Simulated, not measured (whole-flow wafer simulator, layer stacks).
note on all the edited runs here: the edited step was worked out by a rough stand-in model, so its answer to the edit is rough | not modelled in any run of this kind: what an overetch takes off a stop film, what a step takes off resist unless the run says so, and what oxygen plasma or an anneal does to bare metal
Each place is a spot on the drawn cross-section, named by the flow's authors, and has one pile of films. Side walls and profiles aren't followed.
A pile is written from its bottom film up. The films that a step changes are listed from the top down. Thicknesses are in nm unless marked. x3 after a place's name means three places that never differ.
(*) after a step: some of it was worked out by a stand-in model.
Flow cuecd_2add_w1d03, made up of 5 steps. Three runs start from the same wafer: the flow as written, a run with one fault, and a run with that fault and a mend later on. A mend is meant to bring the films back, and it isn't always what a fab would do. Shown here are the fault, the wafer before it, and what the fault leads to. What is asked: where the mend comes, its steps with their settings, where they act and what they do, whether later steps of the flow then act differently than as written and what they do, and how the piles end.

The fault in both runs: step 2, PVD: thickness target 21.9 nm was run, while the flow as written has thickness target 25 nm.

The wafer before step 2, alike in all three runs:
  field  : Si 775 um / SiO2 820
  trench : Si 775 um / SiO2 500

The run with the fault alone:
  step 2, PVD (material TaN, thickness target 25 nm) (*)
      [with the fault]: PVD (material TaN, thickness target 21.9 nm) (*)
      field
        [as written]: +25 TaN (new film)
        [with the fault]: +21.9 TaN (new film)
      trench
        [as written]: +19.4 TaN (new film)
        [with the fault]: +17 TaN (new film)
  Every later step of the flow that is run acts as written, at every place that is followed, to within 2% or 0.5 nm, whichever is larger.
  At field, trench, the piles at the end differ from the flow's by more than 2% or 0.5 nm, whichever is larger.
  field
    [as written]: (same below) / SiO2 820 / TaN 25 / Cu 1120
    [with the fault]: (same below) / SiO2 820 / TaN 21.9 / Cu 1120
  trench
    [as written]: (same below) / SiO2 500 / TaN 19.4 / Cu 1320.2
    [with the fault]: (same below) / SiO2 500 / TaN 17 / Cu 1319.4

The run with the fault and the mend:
  The mend follows step 2.
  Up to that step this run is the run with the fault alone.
  step 2a, PVD (material TaN, thickness target 3.1 nm) (*) (the flow's step 2, run once more with other settings)
      field
        +3.1 TaN
      trench
        +2.38 TaN
  Every later step of the flow that is run acts as written at every place that is followed.
  When the end is reached, the piles differ only a little from the flow's at the places that both follow, at most by 2% or 0.5 nm, whichever is larger.
